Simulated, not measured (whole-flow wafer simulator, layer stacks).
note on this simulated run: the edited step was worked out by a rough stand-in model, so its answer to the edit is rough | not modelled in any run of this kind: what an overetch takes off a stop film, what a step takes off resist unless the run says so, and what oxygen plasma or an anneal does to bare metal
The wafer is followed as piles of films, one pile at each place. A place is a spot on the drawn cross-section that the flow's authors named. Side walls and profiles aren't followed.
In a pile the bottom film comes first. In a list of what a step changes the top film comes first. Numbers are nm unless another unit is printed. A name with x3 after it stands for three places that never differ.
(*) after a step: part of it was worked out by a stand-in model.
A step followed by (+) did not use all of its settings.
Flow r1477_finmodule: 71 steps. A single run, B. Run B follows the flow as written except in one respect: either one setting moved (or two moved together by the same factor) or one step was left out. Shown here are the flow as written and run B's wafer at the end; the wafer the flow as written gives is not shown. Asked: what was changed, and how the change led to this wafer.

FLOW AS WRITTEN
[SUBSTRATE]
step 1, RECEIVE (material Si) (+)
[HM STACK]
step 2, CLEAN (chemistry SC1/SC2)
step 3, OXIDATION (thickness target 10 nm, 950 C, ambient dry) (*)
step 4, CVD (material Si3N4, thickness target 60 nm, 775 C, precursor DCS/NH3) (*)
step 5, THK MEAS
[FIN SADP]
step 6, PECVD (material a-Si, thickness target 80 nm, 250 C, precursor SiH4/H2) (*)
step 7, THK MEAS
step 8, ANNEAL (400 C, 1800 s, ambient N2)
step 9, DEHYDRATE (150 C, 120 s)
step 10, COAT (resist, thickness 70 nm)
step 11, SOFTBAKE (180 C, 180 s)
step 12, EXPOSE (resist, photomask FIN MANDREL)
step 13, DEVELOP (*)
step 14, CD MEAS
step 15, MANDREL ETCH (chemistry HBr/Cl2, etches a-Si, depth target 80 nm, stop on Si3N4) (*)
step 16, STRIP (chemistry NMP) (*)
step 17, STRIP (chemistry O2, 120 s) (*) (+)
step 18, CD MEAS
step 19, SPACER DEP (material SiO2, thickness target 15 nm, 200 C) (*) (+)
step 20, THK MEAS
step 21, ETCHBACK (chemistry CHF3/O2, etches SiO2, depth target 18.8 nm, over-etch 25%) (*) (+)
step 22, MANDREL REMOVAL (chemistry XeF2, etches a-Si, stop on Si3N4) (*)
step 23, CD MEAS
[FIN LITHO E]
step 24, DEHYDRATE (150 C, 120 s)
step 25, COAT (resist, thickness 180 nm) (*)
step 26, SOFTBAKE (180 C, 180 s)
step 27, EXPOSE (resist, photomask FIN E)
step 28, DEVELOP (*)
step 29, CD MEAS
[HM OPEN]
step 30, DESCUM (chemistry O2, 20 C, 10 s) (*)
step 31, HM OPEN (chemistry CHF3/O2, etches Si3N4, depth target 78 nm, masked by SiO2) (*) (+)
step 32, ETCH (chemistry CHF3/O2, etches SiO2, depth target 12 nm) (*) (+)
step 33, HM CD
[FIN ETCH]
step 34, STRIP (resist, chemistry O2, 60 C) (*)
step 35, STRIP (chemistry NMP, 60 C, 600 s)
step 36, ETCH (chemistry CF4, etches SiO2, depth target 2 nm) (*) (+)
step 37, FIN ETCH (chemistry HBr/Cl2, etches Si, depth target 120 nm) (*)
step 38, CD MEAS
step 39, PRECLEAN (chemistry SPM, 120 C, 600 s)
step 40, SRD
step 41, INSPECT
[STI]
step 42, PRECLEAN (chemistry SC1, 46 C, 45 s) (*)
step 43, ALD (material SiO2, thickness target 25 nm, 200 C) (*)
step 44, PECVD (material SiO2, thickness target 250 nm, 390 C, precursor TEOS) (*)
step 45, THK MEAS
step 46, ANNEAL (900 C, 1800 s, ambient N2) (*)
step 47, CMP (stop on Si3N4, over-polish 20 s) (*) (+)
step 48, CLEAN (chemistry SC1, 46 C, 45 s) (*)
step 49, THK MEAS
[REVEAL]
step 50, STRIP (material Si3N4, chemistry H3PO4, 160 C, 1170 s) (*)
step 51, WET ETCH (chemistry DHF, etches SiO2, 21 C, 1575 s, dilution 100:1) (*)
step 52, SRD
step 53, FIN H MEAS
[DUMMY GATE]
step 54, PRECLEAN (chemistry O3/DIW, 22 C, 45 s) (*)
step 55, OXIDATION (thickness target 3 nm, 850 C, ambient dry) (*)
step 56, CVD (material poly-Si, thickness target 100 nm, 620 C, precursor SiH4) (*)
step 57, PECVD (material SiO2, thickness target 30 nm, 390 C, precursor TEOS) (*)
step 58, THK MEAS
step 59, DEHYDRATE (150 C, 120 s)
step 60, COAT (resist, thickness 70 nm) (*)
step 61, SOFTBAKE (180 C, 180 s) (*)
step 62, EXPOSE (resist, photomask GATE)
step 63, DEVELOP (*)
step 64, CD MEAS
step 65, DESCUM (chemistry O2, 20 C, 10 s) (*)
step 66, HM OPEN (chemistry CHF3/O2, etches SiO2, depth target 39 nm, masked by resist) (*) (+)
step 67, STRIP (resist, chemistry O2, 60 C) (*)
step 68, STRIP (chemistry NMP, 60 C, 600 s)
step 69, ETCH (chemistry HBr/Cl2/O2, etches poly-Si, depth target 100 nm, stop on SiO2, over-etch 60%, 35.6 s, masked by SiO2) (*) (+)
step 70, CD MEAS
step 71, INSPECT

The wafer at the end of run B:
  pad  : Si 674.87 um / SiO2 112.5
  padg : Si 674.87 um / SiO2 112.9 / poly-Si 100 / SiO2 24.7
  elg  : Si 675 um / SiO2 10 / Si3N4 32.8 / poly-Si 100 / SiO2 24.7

Cause: step 51, WET ETCH: 18.08 C was run, whereas the flow has 21 C.

The path from the change to this, step by step:
  step 51, WET ETCH (chemistry DHF, etches SiO2, 21 C, 1575 s, dilution 100:1) (*)
      pad, padg, e40sg and 12 more: -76 SiO2 (in the flow as written it would be: -85.7 SiO2)
      elg, e40lg, e100lg, e200lg, elo, e40lo, e100lo, e200lo: -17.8 SiO2 (all of it), -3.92 Si3N4 (in the flow as written it would be: -17.8 SiO2 (all of it), -4.97 Si3N4)
      (also at 7 further places)
  step 56, CVD (material poly-Si, thickness target 100 nm, 620 C, precursor SiH4) (*)
      s40cg, s40co: +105 poly-Si (new film) (in the flow as written it would be: +113.9 poly-Si (new film))
      s45cg, s45co: +104.4 poly-Si (new film) (in the flow as written it would be: +113.4 poly-Si (new film))
      (also at 3 further places)
  step 60, COAT (resist, thickness 70 nm) (*)
      e40sg, e40so: +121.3 resist (new film) (in the flow as written it would be: +129.5 resist (new film))
      e100sg, e100so: +121.2 resist (new film) (in the flow as written it would be: +129.4 resist (new film))
      (also at 9 further places)
  step 63, DEVELOP (*)
      eso: -121.2 resist (all of it) (in the flow as written it would be: -129.5 resist (all of it))
      e40so: -121.3 resist (all of it) (in the flow as written it would be: -129.5 resist (all of it))
      (also at 5 further places)
  step 67, STRIP (resist, chemistry O2, 60 C) (*)
      e40sg: -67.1 resist (all of it) (in the flow as written it would be: -75.4 resist (all of it))
      e100sg: -67.1 resist (all of it) (in the flow as written it would be: -75.3 resist (all of it))
      (also at 4 further places)
  step 69, ETCH (chemistry HBr/Cl2/O2, etches poly-Si, depth target 100 nm, stop on SiO2, over-etch 60%, 35.6 s, masked by SiO2) (*) (+)
      s40co: -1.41 chemical SiO2 (all of it), -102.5 poly-Si (all of it), -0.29 SiO2 (in the flow as written it would be: -1.46 chemical SiO2 (all of it), -111.5 poly-Si (all of it), -0.24 SiO2)
      s45co: -1.41 chemical SiO2 (all of it), -102 poly-Si (all of it), -0.29 SiO2 (in the flow as written it would be: -1.46 chemical SiO2 (all of it), -110.9 poly-Si (all of it), -0.25 SiO2)
      (also at 1 further place)
